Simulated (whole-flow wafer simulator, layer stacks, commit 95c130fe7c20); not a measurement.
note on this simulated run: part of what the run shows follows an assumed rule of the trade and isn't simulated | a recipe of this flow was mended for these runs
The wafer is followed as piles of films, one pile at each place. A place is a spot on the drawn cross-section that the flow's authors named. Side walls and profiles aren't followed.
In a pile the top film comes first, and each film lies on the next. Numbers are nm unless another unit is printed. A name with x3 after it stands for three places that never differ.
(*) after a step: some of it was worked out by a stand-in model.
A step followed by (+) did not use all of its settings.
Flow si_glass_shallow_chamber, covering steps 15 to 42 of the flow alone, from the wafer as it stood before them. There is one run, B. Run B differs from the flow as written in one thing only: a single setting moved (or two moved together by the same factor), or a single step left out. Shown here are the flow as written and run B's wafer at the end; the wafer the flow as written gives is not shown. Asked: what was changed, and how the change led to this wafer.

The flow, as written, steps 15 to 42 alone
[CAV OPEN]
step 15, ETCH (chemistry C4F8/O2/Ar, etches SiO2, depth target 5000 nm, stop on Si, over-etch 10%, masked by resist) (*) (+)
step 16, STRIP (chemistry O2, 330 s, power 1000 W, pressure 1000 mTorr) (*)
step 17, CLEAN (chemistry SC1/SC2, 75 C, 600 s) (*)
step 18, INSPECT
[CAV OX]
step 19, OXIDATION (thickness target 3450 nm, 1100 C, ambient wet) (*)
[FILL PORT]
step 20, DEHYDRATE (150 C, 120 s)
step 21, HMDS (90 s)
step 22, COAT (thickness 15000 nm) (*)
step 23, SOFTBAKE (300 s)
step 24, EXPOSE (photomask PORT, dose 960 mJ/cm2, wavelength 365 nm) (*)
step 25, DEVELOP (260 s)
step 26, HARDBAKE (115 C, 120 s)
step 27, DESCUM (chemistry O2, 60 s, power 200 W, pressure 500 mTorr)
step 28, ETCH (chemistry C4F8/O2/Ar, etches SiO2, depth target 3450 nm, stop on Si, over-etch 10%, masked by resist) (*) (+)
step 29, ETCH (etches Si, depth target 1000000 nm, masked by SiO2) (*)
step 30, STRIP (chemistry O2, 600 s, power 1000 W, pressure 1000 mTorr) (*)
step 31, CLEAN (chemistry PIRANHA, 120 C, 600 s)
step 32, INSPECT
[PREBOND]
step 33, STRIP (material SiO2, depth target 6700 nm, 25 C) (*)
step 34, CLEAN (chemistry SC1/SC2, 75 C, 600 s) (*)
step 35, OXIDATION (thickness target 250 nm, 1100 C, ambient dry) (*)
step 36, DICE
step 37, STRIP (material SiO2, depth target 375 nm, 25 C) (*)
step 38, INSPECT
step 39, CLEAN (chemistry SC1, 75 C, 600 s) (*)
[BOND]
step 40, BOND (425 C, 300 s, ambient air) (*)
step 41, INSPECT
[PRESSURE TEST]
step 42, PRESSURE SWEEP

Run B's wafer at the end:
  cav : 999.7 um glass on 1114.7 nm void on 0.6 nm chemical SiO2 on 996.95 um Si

The reason: step 15, ETCH: over-etch 13% was run, while the flow as written has over-etch 10%.

The path from the change to this, step by step:
  step 15, ETCH (chemistry C4F8/O2/Ar, etches SiO2, depth target 5000 nm, stop on Si, over-etch 10%, masked by resist) (*) (+)
      rim, ramp, septum, ring: thick-i-line-resist loses 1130 (as written it would have been: thick-i-line-resist loses 1100)
      cav, port: SiO2 loses 5000 (all of it), Si loses 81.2 (as written it would have been: SiO2 loses 5000 (all of it), Si loses 62.5)
  step 22, COAT (thickness 15000 nm) (*)
      rim: thick-i-line-resist gains 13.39 um (new film) (as written it would have been: thick-i-line-resist gains 13.4 um (new film))
      ramp: thick-i-line-resist gains 12.88 um (new film) (as written it would have been: thick-i-line-resist gains 12.89 um (new film))
      (also at 1 further place)
  step 29, ETCH (etches Si, depth target 1000000 nm, masked by SiO2) (*)
      rim, ramp: thick-i-line-resist loses 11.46 um (all of it), SiO2 loses 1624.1 (as written it would have been: thick-i-line-resist loses 11.47 um (all of it), SiO2 loses 1617.3)
      port: hole gains 997.03 um (new film), Si loses 997.03 um (all of it) (as written it would have been: hole gains 997.05 um (new film), Si loses 997.05 um (all of it))
